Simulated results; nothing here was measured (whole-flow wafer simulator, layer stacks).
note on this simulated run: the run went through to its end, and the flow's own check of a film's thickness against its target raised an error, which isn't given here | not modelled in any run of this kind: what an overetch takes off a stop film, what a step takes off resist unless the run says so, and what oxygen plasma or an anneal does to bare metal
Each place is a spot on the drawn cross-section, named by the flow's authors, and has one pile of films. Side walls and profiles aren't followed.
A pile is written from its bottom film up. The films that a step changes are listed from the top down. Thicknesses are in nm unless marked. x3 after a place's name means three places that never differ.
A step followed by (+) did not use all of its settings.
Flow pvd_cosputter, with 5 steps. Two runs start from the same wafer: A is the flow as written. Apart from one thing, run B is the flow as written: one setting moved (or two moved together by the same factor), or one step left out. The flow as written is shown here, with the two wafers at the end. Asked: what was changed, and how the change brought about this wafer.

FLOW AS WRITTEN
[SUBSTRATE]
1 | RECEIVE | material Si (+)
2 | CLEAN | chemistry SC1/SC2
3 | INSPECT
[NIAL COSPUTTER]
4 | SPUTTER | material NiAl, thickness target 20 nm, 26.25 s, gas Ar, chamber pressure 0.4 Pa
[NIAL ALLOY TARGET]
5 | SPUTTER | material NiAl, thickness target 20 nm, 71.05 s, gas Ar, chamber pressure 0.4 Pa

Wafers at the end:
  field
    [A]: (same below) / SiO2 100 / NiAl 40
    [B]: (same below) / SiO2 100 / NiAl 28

Cause: step 4, SPUTTER: thickness target 8 nm was run, whereas the flow has thickness target 20 nm.

The path from the change to this, step by step:
  4 | SPUTTER | material NiAl, thickness target 20 nm, 26.25 s, gas Ar, chamber pressure 0.4 Pa
      field: A NiAl gains 20 (new film) | B NiAl gains 8 (new film)
